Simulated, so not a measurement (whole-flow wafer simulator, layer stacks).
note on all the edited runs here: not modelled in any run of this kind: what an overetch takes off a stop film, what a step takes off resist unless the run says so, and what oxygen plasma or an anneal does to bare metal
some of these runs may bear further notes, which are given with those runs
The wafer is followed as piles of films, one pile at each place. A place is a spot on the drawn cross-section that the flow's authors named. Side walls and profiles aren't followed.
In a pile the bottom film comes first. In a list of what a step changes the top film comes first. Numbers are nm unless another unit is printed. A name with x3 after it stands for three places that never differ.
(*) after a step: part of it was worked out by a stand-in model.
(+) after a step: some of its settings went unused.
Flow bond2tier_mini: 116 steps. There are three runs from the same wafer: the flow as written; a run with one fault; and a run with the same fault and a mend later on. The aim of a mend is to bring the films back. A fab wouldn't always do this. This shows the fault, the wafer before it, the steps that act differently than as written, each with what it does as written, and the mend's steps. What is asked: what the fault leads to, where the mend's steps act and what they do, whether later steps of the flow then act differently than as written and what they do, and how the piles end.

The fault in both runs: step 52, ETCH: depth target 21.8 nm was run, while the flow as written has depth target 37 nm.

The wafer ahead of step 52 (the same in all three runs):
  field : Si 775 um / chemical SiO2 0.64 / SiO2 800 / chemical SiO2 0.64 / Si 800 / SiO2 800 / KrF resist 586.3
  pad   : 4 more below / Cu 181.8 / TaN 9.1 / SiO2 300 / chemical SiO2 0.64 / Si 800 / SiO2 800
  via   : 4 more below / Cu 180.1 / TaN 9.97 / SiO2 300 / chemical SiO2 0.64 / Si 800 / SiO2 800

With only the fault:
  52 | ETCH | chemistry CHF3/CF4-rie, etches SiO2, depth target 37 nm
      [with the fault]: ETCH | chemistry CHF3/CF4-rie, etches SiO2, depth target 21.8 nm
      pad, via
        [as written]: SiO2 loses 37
        [with the fault]: SiO2 loses 21.8
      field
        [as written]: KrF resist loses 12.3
        [with the fault]: KrF resist loses 7.27
  Steps further on in the flow that do not act as written (6 other steps are not shown; they differ only slightly, by no more than 2% or 0.5 nm, whichever is larger):
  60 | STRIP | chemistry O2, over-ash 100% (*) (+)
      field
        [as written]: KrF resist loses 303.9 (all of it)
        [with the fault]: KrF resist loses 310.3 (all of it)
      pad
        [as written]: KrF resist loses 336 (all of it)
        [with the fault]: KrF resist loses 329.2 (all of it)
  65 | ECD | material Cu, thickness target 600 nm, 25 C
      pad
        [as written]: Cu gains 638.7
        [with the fault]: Cu gains 622.8
  The piles end different from the flow's at pad by more than 2% or 0.5 nm, whichever is larger.
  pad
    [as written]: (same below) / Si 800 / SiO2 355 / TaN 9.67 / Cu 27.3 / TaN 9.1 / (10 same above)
    [with the fault]: (same below) / Si 800 / SiO2 370.2 / TaN 9.81 / Cu 12 / TaN 9.1 / (10 same above)

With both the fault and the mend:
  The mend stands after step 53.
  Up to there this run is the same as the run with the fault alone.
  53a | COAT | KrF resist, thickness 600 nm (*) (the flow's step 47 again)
      field
        KrF resist gains 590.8 (new film)
      pad
        KrF resist gains 609.6 (new film)
      via
        KrF resist gains 608.5 (new film)
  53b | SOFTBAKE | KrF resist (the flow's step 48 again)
      leaves every film unchanged at each place that is followed
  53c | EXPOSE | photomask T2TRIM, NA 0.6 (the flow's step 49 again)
      leaves every film unchanged at each place that is followed
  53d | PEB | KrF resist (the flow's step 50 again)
      leaves every film unchanged at each place that is followed
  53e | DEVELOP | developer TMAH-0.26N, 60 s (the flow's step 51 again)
      field
        KrF resist loses 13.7
      pad
        KrF resist loses 609.6 (all of it)
      via
        KrF resist loses 608.5 (all of it)
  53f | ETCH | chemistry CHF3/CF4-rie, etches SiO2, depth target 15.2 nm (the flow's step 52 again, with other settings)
      pad, via
        SiO2 loses 15.2
      field
        KrF resist loses 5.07
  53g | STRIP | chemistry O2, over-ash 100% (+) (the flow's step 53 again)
      field
        KrF resist loses 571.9 (all of it)
  None of the later steps of the flow acts differently than as written at any place that is followed.
  At every place that both follow, the piles at the end match the flow's.
